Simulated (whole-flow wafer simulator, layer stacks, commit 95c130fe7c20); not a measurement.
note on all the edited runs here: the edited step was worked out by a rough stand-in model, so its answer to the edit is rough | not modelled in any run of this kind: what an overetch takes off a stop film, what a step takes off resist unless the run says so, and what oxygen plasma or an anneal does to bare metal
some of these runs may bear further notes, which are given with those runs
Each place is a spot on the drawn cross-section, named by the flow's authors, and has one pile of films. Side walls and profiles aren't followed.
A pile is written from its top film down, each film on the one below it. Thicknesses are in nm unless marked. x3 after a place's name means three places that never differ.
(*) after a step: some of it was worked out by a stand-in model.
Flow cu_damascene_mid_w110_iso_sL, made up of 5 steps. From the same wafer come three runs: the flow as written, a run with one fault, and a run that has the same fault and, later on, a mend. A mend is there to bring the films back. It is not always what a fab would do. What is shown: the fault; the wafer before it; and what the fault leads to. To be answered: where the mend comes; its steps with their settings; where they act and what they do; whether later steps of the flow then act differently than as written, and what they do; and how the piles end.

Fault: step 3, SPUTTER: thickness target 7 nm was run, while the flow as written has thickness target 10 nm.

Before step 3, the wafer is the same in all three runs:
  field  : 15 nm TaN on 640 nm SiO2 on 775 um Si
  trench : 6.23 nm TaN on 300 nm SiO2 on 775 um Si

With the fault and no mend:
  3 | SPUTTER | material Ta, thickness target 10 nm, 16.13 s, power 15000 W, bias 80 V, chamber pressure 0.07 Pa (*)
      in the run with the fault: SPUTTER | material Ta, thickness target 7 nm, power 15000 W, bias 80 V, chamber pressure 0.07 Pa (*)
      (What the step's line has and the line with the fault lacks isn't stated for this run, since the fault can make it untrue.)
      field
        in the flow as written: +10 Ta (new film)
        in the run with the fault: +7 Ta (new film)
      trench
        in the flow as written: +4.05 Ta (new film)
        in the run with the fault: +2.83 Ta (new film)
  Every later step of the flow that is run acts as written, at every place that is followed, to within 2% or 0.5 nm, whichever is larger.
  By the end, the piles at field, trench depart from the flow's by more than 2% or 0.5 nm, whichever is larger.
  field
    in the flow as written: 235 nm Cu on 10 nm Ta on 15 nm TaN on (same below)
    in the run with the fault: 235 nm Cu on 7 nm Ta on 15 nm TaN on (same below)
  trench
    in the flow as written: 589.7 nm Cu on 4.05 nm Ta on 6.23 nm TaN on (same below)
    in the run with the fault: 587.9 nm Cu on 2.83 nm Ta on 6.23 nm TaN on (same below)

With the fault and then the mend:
  The mend stands after step 3.
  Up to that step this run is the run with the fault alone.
  3a | SPUTTER | material Ta, thickness target 3 nm, power 15000 W, bias 80 V, chamber pressure 0.07 Pa (*) (a further turn of the flow's step 3, with different settings)
      field
        +3 Ta
      trench
        +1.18 Ta
  Every later step of the flow that is run acts as written at every place that is followed.
  At the end the piles are close to the flow's at the places that both follow, differing by at most 2% or 0.5 nm, whichever is larger.
